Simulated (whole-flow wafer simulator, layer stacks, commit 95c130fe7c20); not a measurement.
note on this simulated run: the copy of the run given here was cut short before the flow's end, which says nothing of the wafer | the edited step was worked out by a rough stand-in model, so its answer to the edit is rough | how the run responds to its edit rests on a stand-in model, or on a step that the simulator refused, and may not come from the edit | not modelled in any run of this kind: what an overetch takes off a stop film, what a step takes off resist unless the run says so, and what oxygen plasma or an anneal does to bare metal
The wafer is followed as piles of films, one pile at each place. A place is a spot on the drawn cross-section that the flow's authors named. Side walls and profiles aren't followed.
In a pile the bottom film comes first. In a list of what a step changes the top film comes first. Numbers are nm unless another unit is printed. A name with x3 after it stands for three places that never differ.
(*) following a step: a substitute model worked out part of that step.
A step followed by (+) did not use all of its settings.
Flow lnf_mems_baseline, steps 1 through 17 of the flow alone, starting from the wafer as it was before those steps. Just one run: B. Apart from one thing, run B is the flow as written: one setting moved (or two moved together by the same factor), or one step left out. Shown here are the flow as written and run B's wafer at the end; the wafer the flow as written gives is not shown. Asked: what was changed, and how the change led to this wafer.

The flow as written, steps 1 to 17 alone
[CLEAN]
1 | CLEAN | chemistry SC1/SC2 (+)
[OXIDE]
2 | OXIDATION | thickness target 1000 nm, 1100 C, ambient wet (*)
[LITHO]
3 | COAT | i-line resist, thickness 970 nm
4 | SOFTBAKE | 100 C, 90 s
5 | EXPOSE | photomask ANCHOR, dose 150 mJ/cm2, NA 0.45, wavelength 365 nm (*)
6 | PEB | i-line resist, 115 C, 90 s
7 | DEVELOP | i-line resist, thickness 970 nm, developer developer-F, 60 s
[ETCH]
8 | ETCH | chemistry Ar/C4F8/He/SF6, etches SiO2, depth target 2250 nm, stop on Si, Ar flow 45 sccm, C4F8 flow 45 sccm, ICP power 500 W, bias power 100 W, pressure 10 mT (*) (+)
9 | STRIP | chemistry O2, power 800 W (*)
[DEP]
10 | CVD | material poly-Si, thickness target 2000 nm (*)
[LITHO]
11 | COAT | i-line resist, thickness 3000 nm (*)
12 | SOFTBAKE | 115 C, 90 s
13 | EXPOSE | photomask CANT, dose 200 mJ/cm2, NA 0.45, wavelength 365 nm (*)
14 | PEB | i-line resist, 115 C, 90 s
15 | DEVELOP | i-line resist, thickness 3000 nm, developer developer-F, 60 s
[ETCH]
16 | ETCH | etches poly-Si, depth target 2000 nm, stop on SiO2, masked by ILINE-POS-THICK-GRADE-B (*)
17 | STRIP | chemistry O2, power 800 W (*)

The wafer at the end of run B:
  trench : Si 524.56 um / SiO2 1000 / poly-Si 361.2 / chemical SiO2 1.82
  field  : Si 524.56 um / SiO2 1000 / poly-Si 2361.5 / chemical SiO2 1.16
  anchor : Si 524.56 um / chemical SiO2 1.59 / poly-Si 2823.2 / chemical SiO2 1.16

What caused this: step 10, CVD: thickness target 2362 nm was run, whereas the flow has thickness target 2000 nm.

How this came from the change, step by step:
  10 | CVD | material poly-Si, thickness target 2000 nm (*)
      field, beam, trench, char_slit: poly-Si gains 2362 (new film) (it would be, as written: poly-Si gains 2000 (new film))
      anchor: poly-Si gains 2823.7 (new film) (it would be, as written: poly-Si gains 2322 (new film))
  11 | COAT | i-line resist, thickness 3000 nm (*)
      anchor: i-line resist gains 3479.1 (new film) (it would be, as written: i-line resist gains 3611.6 (new film))
  12 | SOFTBAKE | 115 C, 90 s
      field: i-line resist loses 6 (it would be, as written: i-line resist loses 6.66)
      anchor: i-line resist gains 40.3 (it would be, as written: i-line resist gains 45.4)
      (as well as at 2 more places)
  14 | PEB | i-line resist, 115 C, 90 s
      anchor: i-line resist loses 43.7 (it would be, as written: i-line resist loses 46.1)
  16 | ETCH | etches poly-Si, depth target 2000 nm, stop on SiO2, masked by ILINE-POS-THICK-GRADE-B (*)
      trench, char_slit: poly-Si loses 2000 (it would be, as written: poly-Si loses 2000 (all of it))
  17 | STRIP | chemistry O2, power 800 W (*)
      trench, char_slit: chemical SiO2 gains 1.82 (new film), poly-Si loses 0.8 (it would be, as written: nothing)
      anchor: chemical SiO2 gains 1.16 (new film), i-line resist loses 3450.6 (all of it), poly-Si loses 0.51 (it would be, as written: chemical SiO2 gains 1.17 (new film), i-line resist loses 3585.8 (all of it), poly-Si loses 0.52)
